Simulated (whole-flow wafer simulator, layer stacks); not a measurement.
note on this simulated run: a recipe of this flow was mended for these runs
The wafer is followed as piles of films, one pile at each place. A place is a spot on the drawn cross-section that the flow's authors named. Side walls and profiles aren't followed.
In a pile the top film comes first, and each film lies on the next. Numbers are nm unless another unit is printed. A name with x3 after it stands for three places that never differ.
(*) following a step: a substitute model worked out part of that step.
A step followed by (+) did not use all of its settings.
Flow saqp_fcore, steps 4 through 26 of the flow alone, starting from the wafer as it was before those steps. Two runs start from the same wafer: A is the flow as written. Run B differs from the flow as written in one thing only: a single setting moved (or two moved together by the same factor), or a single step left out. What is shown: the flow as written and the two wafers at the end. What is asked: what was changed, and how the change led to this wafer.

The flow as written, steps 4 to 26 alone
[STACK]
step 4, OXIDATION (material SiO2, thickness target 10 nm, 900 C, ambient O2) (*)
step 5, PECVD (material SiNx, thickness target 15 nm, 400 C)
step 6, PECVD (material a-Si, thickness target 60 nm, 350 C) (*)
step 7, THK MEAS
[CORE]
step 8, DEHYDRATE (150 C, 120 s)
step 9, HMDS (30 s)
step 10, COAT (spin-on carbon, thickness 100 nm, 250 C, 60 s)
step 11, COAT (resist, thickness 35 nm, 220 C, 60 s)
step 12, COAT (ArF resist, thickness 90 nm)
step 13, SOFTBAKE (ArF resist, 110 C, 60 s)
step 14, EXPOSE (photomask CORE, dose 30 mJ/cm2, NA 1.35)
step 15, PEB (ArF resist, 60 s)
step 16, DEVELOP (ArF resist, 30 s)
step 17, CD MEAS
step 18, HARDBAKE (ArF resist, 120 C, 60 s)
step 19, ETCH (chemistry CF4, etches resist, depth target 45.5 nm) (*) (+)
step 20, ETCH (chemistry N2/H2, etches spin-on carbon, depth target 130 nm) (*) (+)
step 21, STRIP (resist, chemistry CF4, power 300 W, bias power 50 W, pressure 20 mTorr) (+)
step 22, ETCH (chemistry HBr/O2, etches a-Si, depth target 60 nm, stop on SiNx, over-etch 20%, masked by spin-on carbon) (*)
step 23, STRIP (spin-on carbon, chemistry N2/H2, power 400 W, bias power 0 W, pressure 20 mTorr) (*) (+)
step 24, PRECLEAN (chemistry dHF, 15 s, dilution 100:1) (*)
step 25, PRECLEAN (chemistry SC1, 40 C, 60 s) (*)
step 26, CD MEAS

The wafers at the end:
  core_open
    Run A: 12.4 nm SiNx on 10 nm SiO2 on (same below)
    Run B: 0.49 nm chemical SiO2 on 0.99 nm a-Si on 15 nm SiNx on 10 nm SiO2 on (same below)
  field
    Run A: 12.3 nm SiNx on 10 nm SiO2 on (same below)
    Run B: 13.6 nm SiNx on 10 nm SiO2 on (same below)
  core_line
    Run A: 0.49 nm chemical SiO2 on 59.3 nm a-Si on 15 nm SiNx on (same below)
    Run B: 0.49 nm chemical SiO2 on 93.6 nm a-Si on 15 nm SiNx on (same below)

Cause: step 6, PECVD: thickness target 94.3 nm was run, while the flow as written has thickness target 60 nm.

How this came from the change, step by step:
  step 6, PECVD (material a-Si, thickness target 60 nm, 350 C) (*)
      field, core_open, core_line: A a-Si gains 60 (new film) | B a-Si gains 94.3 (new film)
  step 22, ETCH (chemistry HBr/O2, etches a-Si, depth target 60 nm, stop on SiNx, over-etch 20%, masked by spin-on carbon) (*)
      field: A a-Si loses 36.8 (all of it), SiNx loses 1.41 | B a-Si loses 71.1 (all of it)
      core_open: A a-Si loses 39.4 (all of it), SiNx loses 1.3 | B a-Si loses 72
      (as well as at 1 more place)
  step 23, STRIP (spin-on carbon, chemistry N2/H2, power 400 W, bias power 0 W, pressure 20 mTorr) (*) (+)
      core_line: A spin-on carbon loses 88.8 (all of it) | B spin-on carbon loses 83.8 (all of it)
  step 24, PRECLEAN (chemistry dHF, 15 s, dilution 100:1) (*)
      core_open: A SiNx loses 1.31 | B nothing
  step 25, PRECLEAN (chemistry SC1, 40 C, 60 s) (*)
      core_open: A nothing | B chemical SiO2 gains 0.49 (new film), a-Si loses 0.7
